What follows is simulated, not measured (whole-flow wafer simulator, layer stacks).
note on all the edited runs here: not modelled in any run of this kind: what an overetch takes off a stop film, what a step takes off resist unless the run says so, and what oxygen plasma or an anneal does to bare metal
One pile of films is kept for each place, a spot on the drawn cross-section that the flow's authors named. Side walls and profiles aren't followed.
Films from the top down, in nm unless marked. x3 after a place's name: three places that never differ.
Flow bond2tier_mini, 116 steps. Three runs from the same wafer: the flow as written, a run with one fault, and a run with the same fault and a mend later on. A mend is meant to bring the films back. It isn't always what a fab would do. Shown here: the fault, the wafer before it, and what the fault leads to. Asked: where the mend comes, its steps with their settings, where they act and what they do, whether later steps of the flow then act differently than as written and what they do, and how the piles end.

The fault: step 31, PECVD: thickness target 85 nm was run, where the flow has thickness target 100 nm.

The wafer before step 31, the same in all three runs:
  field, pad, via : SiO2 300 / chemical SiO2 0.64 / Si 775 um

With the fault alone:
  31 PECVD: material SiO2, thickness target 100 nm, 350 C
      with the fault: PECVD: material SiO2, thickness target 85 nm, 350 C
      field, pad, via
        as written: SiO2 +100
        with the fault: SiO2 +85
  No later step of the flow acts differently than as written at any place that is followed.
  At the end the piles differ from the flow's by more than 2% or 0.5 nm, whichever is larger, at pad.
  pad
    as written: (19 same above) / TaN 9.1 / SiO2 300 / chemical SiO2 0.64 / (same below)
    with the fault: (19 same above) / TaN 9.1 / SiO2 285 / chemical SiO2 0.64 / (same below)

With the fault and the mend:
  The mend comes after step 31.
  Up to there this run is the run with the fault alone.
  31a PECVD: material SiO2, thickness target 15 nm, 350 C (the flow's step 31 once more, with other settings)
      field, pad, via
        SiO2 +15
  No later step of the flow acts differently than as written at any place that is followed.
  At the end the piles are the same as the flow's at every place that both follow.
